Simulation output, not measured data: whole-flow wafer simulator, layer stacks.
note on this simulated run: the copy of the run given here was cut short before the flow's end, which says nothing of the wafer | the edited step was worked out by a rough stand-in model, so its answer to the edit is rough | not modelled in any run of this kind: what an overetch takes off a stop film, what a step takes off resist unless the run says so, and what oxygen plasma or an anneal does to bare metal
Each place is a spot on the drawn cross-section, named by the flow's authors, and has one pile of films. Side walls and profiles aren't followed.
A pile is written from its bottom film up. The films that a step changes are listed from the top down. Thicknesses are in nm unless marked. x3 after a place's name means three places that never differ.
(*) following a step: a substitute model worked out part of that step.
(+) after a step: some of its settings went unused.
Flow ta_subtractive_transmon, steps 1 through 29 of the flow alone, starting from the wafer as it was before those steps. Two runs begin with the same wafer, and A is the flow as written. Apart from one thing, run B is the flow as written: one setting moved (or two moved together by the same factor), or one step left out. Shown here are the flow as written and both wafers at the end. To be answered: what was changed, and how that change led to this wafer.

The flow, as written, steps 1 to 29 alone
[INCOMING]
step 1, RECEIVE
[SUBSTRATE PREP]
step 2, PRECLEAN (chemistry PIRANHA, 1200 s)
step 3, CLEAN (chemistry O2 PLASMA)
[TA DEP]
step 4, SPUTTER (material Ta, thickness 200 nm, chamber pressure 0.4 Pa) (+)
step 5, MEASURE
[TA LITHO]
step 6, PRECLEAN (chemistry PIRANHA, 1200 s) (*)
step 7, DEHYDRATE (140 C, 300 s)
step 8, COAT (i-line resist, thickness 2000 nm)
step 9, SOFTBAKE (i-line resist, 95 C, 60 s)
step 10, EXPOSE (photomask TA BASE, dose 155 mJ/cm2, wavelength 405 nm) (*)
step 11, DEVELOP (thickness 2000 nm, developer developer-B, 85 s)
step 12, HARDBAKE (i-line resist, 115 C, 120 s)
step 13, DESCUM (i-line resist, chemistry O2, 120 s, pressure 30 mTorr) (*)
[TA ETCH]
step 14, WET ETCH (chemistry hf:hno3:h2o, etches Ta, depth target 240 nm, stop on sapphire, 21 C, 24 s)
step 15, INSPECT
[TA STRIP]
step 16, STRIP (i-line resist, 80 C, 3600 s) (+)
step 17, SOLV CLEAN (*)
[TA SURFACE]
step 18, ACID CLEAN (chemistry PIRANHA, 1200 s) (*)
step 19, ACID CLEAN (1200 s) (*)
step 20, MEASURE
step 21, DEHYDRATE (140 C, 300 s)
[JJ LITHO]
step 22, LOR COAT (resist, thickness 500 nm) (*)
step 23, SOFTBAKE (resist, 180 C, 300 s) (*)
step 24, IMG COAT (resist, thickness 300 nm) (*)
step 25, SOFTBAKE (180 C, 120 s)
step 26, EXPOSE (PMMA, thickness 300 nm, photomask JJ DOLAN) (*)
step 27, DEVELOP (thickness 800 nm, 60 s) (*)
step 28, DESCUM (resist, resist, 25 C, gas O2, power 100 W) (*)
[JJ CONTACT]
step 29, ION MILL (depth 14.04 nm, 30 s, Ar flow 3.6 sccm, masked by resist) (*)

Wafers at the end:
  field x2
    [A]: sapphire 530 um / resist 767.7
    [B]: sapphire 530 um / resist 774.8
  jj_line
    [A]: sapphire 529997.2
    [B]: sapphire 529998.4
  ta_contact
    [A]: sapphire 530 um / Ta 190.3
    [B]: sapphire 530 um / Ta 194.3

Cause: step 29, ION MILL: depth 8.071 nm was run, though the flow has depth 14.04 nm; step 29, ION MILL: 17.2 s was run, where the flow has 30 s.

How this came from the change, step by step:
  step 29, ION MILL (depth 14.04 nm, 30 s, Ar flow 3.6 sccm, masked by resist) (*)
      field x2, ta_pad: A resist loses 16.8 | B resist loses 9.62
      jj_line, lead: A sapphire loses 2.8 | B sapphire loses 1.6
      (as well as at 1 more place)
